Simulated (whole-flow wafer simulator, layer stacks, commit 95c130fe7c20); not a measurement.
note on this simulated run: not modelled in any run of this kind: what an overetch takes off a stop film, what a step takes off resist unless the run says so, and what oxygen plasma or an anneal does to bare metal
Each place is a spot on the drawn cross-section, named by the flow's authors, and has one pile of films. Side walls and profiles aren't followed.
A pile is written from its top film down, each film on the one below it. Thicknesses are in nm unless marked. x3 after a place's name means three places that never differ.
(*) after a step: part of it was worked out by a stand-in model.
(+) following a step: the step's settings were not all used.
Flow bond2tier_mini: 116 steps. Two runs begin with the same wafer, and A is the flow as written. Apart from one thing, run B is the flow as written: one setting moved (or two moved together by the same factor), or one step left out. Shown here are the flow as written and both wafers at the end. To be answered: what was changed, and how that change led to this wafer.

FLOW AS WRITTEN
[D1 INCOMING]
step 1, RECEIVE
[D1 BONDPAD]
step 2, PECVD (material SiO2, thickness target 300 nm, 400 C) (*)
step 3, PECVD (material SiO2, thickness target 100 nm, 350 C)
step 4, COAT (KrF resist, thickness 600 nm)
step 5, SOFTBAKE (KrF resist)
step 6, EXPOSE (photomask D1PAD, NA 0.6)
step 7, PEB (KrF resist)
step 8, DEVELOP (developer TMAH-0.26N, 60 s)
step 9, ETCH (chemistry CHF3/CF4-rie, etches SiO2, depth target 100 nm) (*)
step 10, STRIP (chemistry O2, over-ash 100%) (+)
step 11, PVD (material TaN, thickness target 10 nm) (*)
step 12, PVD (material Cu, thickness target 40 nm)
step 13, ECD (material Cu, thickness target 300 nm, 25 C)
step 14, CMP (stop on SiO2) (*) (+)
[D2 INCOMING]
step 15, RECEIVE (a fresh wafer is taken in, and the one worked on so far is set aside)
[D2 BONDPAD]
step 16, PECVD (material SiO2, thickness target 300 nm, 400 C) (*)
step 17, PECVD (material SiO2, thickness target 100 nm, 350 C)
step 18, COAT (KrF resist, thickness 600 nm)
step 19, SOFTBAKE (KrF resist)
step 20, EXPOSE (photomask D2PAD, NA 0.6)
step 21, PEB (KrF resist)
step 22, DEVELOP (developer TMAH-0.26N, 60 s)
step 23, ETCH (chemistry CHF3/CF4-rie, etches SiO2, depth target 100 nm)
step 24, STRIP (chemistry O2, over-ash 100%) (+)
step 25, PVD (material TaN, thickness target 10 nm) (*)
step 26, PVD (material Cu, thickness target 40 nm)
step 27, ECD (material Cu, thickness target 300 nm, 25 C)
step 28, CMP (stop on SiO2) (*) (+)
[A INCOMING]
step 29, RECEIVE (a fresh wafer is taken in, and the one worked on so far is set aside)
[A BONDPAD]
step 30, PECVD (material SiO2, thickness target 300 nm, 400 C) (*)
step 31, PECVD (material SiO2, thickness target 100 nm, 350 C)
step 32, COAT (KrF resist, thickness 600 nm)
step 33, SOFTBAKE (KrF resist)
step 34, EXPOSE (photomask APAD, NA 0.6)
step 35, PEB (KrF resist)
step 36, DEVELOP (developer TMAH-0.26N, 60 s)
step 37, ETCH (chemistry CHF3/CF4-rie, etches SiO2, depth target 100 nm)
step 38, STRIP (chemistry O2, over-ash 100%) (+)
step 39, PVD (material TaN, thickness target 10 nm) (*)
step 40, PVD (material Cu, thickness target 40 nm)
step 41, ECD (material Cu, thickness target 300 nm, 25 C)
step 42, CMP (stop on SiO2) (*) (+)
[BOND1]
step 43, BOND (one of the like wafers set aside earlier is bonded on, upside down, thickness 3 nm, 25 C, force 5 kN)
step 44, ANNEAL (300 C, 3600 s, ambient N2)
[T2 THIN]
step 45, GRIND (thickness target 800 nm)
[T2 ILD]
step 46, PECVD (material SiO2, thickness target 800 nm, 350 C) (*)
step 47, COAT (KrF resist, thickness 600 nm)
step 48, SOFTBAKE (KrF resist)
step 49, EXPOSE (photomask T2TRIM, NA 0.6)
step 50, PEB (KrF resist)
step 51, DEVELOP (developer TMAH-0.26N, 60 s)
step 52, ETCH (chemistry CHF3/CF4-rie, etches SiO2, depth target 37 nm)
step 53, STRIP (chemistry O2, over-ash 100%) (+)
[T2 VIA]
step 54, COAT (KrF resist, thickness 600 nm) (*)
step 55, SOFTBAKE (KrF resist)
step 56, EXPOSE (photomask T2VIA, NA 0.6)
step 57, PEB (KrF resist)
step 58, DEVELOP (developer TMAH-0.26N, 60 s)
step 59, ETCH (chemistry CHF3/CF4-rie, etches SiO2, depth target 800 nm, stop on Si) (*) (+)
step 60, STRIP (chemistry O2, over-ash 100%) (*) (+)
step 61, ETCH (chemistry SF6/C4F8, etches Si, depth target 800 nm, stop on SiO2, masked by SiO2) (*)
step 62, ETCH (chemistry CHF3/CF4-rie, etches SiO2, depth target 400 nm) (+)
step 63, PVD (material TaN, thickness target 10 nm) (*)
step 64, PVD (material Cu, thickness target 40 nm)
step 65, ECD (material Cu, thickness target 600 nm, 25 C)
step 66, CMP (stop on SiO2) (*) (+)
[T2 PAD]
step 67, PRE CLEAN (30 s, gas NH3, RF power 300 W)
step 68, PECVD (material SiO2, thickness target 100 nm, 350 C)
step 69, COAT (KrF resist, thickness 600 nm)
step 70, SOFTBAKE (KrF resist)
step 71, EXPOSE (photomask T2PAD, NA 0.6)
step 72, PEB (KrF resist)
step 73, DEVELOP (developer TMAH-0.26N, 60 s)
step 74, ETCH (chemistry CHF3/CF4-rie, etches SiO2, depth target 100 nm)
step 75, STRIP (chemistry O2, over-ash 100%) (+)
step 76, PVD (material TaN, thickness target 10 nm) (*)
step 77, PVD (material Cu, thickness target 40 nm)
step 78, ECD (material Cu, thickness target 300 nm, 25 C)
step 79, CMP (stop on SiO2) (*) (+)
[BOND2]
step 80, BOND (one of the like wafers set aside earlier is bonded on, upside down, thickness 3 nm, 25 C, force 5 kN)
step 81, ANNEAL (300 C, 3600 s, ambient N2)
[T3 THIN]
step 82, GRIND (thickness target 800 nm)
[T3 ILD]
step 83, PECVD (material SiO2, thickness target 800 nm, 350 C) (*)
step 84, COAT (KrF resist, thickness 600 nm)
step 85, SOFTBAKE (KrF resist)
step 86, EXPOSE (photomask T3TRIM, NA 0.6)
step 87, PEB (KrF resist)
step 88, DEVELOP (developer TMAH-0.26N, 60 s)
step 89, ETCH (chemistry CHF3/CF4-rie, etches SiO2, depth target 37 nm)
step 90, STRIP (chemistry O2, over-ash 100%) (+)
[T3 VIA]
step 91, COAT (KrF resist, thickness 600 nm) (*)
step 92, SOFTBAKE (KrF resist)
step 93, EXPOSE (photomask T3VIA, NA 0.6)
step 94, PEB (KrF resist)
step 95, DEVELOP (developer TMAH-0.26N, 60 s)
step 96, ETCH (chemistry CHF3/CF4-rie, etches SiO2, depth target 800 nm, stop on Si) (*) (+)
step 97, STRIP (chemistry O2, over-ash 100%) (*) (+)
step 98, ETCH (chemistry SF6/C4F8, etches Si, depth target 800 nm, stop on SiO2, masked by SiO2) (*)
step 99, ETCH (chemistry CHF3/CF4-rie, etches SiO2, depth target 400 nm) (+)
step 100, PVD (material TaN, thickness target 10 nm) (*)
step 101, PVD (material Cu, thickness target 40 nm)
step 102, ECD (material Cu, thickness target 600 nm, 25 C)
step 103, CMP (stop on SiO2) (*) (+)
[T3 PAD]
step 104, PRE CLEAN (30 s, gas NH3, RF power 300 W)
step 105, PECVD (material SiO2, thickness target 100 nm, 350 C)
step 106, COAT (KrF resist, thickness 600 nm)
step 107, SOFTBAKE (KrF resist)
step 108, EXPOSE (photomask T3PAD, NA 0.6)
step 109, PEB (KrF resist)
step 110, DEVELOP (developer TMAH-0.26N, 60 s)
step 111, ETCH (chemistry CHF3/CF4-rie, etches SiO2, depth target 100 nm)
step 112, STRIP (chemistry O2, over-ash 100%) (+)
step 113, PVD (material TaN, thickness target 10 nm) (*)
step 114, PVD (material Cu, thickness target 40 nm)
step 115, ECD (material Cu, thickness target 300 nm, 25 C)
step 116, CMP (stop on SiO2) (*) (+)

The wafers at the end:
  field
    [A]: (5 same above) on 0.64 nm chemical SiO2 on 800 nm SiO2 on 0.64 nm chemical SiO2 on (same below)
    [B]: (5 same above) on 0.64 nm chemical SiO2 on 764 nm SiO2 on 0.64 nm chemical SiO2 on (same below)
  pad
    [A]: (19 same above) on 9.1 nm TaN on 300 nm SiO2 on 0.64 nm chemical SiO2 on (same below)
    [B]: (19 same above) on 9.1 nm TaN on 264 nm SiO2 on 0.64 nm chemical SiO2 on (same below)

The reason: step 31, PECVD: thickness target 64 nm was run, while the flow as written has thickness target 100 nm.

The path from the change to this, step by step:
  step 31, PECVD (material SiO2, thickness target 100 nm, 350 C)
      field, pad, via: A +100 SiO2 | B +64 SiO2
